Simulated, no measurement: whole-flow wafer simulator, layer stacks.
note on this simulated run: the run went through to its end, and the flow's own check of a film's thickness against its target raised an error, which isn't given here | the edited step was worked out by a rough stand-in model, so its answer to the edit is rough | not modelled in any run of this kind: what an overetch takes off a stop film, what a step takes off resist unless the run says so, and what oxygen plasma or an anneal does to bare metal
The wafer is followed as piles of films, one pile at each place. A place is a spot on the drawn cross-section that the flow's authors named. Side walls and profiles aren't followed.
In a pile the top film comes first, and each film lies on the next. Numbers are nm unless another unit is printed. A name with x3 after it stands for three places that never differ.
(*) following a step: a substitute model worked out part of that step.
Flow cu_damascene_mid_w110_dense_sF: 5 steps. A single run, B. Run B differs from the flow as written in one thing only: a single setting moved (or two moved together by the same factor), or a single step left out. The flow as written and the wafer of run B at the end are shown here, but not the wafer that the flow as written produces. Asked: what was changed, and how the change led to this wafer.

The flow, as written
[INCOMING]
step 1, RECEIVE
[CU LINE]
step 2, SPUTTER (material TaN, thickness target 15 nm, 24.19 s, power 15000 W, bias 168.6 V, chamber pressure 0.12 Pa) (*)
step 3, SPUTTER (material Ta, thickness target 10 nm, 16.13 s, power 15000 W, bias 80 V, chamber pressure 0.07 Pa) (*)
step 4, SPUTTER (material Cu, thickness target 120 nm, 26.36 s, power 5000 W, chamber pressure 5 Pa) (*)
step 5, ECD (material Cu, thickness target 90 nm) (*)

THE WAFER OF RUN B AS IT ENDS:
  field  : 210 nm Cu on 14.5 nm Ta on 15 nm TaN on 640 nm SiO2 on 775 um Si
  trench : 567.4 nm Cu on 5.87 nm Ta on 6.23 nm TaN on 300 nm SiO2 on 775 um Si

The reason: step 3, SPUTTER: thickness target 14.5 nm was run, whereas the flow has thickness target 10 nm; step 3, SPUTTER: 23.39 s was run, where the flow has 16.13 s.
The wafer itself shows it: field has Ta 14.5, and step 3 as written asks for 10 nm.

Step by step, how the change led to this:
  step 3, SPUTTER (material Ta, thickness target 10 nm, 16.13 s, power 15000 W, bias 80 V, chamber pressure 0.07 Pa) (*)
      field: +14.5 Ta (new film) (it would be, as written: +10 Ta (new film))
      trench: +5.87 Ta (new film) (it would be, as written: +4.05 Ta (new film))
